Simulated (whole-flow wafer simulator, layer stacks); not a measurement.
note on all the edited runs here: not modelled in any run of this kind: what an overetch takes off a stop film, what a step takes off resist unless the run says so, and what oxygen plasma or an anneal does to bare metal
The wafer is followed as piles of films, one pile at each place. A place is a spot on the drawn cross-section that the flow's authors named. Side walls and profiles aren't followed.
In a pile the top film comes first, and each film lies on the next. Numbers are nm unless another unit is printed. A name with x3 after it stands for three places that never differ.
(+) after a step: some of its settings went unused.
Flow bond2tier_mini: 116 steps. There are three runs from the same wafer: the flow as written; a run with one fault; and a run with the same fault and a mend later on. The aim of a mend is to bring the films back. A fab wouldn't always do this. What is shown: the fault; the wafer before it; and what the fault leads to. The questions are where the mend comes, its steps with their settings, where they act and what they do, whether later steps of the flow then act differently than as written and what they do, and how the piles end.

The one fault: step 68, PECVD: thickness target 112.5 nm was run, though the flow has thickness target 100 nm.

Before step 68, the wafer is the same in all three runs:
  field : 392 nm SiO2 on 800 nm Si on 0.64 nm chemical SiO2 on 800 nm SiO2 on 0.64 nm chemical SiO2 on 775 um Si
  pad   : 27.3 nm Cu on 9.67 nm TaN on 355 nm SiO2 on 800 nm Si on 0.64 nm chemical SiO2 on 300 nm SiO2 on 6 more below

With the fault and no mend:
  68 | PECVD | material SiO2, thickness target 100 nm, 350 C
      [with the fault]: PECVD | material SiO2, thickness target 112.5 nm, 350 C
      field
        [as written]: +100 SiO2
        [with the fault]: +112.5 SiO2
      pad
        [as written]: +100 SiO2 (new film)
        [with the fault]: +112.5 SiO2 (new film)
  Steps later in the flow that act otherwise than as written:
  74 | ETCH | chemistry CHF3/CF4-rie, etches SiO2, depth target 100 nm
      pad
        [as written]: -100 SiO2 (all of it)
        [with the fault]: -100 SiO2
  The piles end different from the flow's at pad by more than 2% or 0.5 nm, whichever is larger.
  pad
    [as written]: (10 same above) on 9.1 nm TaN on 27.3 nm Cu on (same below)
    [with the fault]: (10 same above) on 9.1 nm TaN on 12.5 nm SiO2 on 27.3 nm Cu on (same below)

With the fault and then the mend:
  After step 73 comes the mend.
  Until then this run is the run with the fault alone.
  73a | STRIP | chemistry O2, over-ash 100% (+)
      field
        -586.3 KrF resist (all of it)
  73b | ETCH | chemistry CHF3/CF4-rie, etches SiO2, depth target 12.5 nm (the flow's step 62 again, with other settings)
      field, pad
        -12.5 SiO2
  73c | COAT | KrF resist, thickness 600 nm (the flow's step 69 again)
      field, pad
        +600 KrF resist (new film)
  73d | SOFTBAKE | KrF resist (the flow's step 70 again)
      leaves every film unchanged at each place that is followed
  73e | EXPOSE | photomask T2PAD, NA 0.6 (the flow's step 71 again)
      leaves every film unchanged at each place that is followed
  73f | PEB | KrF resist (the flow's step 72 again)
      leaves every film unchanged at each place that is followed
  73g | DEVELOP | developer TMAH-0.26N, 60 s (the flow's step 73 again)
      field
        -13.7 KrF resist
      pad
        -600 KrF resist (all of it)
  Later steps of the flow that are run all act as written at every place that is followed.
  At every place that both follow, the piles at the end match the flow's.
